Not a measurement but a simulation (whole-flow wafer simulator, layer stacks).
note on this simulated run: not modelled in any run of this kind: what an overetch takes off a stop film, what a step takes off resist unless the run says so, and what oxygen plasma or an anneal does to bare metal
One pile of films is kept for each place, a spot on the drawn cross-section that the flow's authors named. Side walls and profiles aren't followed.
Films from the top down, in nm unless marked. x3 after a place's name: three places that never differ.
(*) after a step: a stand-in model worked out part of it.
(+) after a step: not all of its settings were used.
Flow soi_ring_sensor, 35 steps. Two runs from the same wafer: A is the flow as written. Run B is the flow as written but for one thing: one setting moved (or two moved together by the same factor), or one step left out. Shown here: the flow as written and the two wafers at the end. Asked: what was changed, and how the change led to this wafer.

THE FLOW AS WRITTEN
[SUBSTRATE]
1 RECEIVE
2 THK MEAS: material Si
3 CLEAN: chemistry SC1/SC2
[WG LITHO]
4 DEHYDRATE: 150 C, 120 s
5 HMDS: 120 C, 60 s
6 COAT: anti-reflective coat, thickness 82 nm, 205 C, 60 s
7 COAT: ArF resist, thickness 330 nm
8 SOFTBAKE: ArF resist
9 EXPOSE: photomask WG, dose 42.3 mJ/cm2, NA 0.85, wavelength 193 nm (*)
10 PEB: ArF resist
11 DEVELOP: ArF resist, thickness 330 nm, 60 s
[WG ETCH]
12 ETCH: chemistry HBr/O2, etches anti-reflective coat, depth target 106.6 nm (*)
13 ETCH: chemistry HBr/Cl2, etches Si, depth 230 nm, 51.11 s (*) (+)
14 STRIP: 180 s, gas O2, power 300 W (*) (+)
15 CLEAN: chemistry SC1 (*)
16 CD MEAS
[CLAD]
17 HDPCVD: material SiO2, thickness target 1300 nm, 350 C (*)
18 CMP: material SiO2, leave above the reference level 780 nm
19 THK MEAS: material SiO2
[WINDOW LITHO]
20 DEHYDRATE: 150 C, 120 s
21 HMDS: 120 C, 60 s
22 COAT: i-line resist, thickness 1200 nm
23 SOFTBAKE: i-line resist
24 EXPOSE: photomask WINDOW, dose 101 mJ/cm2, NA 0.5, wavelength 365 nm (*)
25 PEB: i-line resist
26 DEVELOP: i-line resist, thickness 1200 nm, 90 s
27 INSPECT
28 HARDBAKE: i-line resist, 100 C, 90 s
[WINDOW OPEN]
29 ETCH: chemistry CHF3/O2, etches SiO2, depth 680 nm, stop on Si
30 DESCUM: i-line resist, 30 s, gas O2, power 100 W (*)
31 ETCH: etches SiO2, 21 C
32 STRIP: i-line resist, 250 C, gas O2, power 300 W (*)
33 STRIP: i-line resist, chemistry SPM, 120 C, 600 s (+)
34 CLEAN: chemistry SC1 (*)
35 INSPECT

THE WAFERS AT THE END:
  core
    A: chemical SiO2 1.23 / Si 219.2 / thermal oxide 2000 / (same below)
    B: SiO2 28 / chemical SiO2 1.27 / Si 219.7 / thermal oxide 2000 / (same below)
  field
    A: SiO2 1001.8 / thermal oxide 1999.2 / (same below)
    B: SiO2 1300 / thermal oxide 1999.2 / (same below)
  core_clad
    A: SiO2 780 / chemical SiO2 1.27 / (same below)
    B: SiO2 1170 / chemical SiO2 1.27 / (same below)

The cause: step 18, CMP: leave above the reference level 1170 nm was run, where the flow has leave above the reference level 780 nm.
It can be read off the wafer: core_clad has SiO2 1170, and step 18 as written asks for 780 nm.

How the change led to this, step by step:
  18 CMP: material SiO2, leave above the reference level 780 nm
      gap, window, field, gap_clad: A SiO2 -298.2 | B nothing
      core, core_clad: A SiO2 -520 | B SiO2 -130
  22 COAT: i-line resist, thickness 1200 nm
      core, core_clad: A i-line resist +1200 (new film) | B i-line resist +1120 (new film)
  23 SOFTBAKE: i-line resist
      core, core_clad: A nothing | B i-line resist -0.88
      gap, gap_clad: A nothing | B i-line resist -1.12
  25 PEB: i-line resist
      core, core_clad: A i-line resist -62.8 | B i-line resist -58.4
  26 DEVELOP: i-line resist, thickness 1200 nm, 90 s
      core: A i-line resist -1137.2 (all of it) | B i-line resist -1060.7 (all of it)
  31 ETCH: etches SiO2, 21 C
      core: A SiO2 -100 (all of it), chemical SiO2 -1.27 (all of it) | B SiO2 -462
  32 STRIP: i-line resist, 250 C, gas O2, power 300 W (*)
      core: A chemical SiO2 +1.23 (new film), Si -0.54 | B nothing
      core_clad: A i-line resist -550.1 (all of it) | B i-line resist -473.8 (all of it)
